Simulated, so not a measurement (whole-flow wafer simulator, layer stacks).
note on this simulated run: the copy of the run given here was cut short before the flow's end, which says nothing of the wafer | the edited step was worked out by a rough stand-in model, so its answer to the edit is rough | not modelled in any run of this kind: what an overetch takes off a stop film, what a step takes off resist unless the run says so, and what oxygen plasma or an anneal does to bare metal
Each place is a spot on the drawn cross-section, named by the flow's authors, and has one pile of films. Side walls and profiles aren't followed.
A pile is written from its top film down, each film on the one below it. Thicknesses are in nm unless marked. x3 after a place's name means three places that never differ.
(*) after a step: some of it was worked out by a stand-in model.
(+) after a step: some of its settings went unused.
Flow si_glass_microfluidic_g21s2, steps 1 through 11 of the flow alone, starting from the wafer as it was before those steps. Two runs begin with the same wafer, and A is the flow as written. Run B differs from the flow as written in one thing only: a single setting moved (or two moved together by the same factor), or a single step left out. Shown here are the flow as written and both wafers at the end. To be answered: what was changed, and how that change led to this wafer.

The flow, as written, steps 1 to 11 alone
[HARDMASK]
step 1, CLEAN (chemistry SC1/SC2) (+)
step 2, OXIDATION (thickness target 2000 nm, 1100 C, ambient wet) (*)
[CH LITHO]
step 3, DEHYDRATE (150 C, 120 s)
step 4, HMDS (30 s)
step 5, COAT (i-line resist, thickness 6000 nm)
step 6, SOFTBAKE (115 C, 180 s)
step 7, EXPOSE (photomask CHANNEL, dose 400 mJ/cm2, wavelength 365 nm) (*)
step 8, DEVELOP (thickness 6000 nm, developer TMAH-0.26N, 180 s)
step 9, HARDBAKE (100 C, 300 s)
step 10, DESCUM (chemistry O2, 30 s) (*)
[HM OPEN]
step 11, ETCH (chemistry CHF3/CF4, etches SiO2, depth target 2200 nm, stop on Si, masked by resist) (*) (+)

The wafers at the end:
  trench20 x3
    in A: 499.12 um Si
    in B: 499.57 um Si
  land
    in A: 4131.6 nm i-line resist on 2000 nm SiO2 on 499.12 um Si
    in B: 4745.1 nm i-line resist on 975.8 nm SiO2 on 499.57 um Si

Cause: step 2, OXIDATION: 935 C was run, though the flow has 1100 C.

Step by step, how the change led to this:
  step 2, OXIDATION (thickness target 2000 nm, 1100 C, ambient wet) (*)
      land, trench20 x3: A SiO2 gains 2000 (new film), chemical SiO2 loses 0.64 (all of it), Si loses 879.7 | B SiO2 gains 975.8 (new film), chemical SiO2 loses 0.64 (all of it), Si loses 429.1
  step 11, ETCH (chemistry CHF3/CF4, etches SiO2, depth target 2200 nm, stop on Si, masked by resist) (*) (+)
      trench20 x3: A SiO2 loses 2000 (all of it) | B SiO2 loses 975.8 (all of it)
      land: A i-line resist loses 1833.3 | B i-line resist loses 1219.8
